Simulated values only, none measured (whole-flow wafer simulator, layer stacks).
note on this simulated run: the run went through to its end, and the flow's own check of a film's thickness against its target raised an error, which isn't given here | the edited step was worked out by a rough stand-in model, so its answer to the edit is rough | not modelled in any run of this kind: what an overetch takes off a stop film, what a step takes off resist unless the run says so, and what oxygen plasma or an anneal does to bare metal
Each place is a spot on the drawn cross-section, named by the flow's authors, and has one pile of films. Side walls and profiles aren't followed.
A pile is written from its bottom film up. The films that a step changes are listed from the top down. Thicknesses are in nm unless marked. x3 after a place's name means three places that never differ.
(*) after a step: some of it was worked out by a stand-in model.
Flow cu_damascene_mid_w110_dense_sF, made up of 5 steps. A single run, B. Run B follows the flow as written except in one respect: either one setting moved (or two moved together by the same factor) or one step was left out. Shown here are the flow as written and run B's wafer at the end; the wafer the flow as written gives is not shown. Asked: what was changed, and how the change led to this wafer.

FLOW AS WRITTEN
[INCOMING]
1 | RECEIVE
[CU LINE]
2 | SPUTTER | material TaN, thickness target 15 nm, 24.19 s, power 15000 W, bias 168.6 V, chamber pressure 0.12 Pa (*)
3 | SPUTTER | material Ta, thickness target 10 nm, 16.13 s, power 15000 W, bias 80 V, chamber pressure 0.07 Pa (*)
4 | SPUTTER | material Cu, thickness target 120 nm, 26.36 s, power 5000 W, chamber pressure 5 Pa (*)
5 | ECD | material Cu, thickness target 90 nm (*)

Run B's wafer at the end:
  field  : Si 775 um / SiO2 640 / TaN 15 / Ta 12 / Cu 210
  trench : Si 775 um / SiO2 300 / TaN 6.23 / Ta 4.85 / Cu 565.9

The reason: step 3, SPUTTER: thickness target 12 nm was run, while the flow as written has thickness target 10 nm; step 3, SPUTTER: 19.36 s was run, where the flow has 16.13 s.
One can read it off the wafer: field has Ta 12, and step 3 as written asks for 10 nm.

The path from the change to this, step by step:
  3 | SPUTTER | material Ta, thickness target 10 nm, 16.13 s, power 15000 W, bias 80 V, chamber pressure 0.07 Pa (*)
      field: Ta gains 12 (new film) (as written it would have been: Ta gains 10 (new film))
      trench: Ta gains 4.85 (new film) (as written it would have been: Ta gains 4.05 (new film))
